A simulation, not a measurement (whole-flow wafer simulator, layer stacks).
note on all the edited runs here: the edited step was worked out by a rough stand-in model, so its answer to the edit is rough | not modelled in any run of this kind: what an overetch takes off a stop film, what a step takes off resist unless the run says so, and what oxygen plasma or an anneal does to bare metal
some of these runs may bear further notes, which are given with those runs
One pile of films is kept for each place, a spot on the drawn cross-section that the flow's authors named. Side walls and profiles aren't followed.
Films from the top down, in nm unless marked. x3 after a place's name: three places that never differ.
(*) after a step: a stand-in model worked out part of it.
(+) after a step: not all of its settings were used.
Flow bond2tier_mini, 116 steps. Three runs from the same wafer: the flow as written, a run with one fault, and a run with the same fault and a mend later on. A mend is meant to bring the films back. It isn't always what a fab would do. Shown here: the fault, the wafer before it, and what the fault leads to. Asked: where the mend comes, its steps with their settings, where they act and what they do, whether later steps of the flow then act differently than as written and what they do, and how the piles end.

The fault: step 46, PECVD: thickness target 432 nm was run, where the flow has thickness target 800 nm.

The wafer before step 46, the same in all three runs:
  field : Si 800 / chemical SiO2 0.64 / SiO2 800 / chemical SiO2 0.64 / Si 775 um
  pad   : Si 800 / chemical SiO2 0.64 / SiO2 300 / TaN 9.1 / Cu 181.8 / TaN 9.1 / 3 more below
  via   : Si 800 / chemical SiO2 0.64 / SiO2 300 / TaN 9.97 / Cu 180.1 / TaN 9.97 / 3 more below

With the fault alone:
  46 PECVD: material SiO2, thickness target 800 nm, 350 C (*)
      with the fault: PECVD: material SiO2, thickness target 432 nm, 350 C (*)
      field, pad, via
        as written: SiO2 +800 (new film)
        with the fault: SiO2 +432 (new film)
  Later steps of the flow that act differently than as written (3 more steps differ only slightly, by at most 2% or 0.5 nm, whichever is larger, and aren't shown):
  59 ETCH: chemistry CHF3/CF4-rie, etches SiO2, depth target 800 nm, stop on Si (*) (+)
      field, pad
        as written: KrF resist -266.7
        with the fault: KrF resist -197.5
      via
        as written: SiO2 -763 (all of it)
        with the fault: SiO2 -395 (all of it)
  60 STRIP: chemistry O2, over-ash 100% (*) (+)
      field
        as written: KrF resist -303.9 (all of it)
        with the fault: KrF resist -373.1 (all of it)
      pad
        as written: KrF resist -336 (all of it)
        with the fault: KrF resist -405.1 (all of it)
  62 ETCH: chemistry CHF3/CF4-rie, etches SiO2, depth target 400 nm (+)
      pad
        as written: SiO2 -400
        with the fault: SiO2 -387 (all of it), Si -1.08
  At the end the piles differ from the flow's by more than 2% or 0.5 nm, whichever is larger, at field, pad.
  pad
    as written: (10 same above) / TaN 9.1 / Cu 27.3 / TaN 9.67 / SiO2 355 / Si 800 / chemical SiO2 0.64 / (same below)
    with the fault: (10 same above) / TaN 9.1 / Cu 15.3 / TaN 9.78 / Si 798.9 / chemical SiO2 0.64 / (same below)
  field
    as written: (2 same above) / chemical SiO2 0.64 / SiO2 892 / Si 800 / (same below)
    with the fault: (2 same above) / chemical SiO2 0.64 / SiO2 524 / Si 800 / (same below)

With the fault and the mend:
  The mend comes after step 46.
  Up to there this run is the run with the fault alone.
  46a PECVD: material SiO2, thickness target 368 nm, 350 C (*) (the flow's step 46 once more, with other settings)
      field, pad, via
        SiO2 +368
  No later step of the flow acts differently than as written at any place that is followed.
  At the end the piles are the same as the flow's at every place that both follow.
